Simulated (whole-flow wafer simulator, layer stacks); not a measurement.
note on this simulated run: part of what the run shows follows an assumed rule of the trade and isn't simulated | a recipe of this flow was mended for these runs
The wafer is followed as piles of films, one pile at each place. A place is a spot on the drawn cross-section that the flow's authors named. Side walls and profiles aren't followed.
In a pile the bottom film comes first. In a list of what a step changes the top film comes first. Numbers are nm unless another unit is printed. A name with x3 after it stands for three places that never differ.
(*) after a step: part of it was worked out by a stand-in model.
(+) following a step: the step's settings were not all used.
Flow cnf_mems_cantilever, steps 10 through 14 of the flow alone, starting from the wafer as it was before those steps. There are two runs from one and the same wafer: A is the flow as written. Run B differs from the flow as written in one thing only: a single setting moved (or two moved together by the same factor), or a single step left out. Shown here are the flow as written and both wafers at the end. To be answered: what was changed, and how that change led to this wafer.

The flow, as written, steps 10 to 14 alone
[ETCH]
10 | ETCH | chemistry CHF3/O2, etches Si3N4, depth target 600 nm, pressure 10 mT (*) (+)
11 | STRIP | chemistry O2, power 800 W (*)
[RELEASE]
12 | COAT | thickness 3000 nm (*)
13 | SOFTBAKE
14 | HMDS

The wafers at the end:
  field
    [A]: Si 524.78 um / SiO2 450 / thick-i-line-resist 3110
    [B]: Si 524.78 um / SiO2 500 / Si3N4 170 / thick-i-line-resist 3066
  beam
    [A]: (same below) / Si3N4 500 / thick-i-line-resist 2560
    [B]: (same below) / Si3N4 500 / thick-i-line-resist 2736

What caused this: step 10, ETCH: depth target 330 nm was run, whereas the flow has depth target 600 nm.

The path from the change to this, step by step:
  10 | ETCH | chemistry CHF3/O2, etches Si3N4, depth target 600 nm, pressure 10 mT (*) (+)
      field: A -500 Si3N4 (all of it), -50 SiO2 | B -330 Si3N4
      beam: A -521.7 KrF-resist | B -287 KrF-resist
  11 | STRIP | chemistry O2, power 800 W (*)
      beam: A -460.9 KrF-resist (all of it) | B -695.7 KrF-resist (all of it)
  12 | COAT | thickness 3000 nm (*)
      beam: A +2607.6 thick-i-line-resist (new film) | B +2762.4 thick-i-line-resist (new film)
  13 | SOFTBAKE
      field: A +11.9 thick-i-line-resist | B +6.6 thick-i-line-resist
      beam: A -47.6 thick-i-line-resist | B -26.4 thick-i-line-resist
